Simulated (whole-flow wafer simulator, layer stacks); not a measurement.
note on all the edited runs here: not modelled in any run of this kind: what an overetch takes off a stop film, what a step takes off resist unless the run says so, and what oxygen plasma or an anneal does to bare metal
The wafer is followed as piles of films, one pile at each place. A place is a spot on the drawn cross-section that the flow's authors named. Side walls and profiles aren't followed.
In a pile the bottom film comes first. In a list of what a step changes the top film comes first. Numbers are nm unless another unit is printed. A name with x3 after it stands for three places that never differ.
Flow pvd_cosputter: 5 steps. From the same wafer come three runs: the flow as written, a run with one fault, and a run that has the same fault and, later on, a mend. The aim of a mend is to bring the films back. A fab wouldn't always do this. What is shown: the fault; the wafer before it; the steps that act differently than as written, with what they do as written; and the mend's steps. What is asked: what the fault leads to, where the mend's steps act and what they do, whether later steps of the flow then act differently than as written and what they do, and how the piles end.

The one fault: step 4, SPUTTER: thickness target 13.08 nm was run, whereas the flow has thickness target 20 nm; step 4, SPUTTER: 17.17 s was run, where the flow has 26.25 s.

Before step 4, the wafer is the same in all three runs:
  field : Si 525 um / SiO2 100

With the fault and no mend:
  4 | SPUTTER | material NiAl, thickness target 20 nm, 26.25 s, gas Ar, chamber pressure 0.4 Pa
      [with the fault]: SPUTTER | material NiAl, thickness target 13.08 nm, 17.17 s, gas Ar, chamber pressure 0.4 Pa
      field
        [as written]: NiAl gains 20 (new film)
        [with the fault]: NiAl gains 13.1 (new film)
  Later steps of the flow that are run all act as written at every place that is followed.
  The piles end different from the flow's at field by more than 2% or 0.5 nm, whichever is larger.
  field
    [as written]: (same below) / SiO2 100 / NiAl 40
    [with the fault]: (same below) / SiO2 100 / NiAl 33.1

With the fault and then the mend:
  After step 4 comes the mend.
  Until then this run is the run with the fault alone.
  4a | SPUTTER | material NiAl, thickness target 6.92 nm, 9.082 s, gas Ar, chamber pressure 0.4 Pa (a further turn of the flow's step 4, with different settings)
      field
        NiAl gains 6.92
  Later steps of the flow that are run all act as written at every place that is followed.
  By the end, the piles equal the flow's at every place that both follow.
